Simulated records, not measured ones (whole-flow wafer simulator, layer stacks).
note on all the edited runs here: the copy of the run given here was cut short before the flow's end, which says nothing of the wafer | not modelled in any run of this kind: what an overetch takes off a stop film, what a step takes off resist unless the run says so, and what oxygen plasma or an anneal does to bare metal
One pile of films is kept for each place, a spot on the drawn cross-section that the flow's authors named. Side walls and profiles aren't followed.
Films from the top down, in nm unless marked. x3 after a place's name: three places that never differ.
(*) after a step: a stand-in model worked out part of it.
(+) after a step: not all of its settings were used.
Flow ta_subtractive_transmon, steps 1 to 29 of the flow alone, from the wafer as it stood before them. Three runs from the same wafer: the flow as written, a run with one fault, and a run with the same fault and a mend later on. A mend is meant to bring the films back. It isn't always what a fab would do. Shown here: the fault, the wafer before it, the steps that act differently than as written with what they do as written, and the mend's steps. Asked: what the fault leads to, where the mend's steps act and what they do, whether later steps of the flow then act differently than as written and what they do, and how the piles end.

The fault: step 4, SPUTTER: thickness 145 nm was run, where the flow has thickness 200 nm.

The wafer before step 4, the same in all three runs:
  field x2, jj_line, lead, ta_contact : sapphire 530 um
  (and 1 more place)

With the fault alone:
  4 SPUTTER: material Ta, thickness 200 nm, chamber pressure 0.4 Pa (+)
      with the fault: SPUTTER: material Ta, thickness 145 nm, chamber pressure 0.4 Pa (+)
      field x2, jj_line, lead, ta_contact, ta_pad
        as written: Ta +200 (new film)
        with the fault: Ta +145 (new film)
  Later steps of the flow that act differently than as written (1 more step differs only slightly, by at most 2% or 0.5 nm, whichever is larger, and isn't shown):
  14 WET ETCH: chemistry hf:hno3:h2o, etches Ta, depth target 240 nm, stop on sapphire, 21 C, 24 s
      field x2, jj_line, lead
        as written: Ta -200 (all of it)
        with the fault: Ta -145 (all of it)
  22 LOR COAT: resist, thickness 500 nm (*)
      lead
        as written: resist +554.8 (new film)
        with the fault: resist +540.5 (new film)
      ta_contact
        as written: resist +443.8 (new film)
        with the fault: resist +458.2 (new film)
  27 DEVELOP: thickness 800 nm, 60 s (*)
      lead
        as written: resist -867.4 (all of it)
        with the fault: resist -849.6 (all of it)
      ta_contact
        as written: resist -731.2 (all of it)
        with the fault: resist -749.2 (all of it)
  At the end the piles differ from the flow's by more than 2% or 0.5 nm, whichever is larger, at ta_contact, ta_pad.
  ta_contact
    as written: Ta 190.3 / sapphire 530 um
    with the fault: Ta 135.3 / sapphire 530 um
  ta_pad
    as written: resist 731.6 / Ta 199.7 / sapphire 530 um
    with the fault: resist 740.2 / Ta 144.7 / sapphire 530 um

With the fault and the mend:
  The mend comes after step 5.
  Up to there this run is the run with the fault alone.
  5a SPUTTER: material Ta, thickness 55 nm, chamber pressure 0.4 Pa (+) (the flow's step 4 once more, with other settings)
      field x2, jj_line, lead, ta_contact, ta_pad
        Ta +55
  No later step of the flow acts differently than as written at any place that is followed.
  At the end the piles are the same as the flow's at every place that both follow.
